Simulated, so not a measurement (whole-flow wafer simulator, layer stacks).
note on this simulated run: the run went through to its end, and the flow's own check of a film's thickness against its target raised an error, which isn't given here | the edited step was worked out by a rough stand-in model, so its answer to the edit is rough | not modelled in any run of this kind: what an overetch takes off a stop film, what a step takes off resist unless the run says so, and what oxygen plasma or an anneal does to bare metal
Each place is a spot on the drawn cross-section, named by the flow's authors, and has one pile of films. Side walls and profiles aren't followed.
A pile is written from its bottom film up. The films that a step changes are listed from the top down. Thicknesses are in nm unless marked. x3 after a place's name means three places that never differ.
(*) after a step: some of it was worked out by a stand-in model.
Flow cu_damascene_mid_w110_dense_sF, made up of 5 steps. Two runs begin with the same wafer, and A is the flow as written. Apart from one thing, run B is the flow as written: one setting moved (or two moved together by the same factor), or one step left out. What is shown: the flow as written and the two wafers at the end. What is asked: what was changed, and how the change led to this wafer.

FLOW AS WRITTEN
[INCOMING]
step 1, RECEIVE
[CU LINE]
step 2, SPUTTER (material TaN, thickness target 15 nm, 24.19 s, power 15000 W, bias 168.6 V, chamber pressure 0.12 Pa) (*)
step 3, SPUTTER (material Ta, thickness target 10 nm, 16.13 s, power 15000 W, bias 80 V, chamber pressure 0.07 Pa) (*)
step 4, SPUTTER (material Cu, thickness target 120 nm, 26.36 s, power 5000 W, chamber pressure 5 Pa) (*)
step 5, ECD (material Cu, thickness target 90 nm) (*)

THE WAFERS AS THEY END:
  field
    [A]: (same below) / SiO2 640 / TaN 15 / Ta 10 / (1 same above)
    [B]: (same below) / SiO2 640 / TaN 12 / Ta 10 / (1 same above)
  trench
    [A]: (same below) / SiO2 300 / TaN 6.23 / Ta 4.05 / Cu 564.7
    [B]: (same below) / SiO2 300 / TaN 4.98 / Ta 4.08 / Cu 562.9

What caused this: step 2, SPUTTER: thickness target 12 nm was run, though the flow has thickness target 15 nm.
One can read it off the wafer: field has TaN 12, and step 2 as written asks for 15 nm.

Step by step, how the change led to this:
  step 2, SPUTTER (material TaN, thickness target 15 nm, 24.19 s, power 15000 W, bias 168.6 V, chamber pressure 0.12 Pa) (*)
      field: A TaN gains 15 (new film) | B TaN gains 12 (new film)
      trench: A TaN gains 6.23 (new film) | B TaN gains 4.98 (new film)
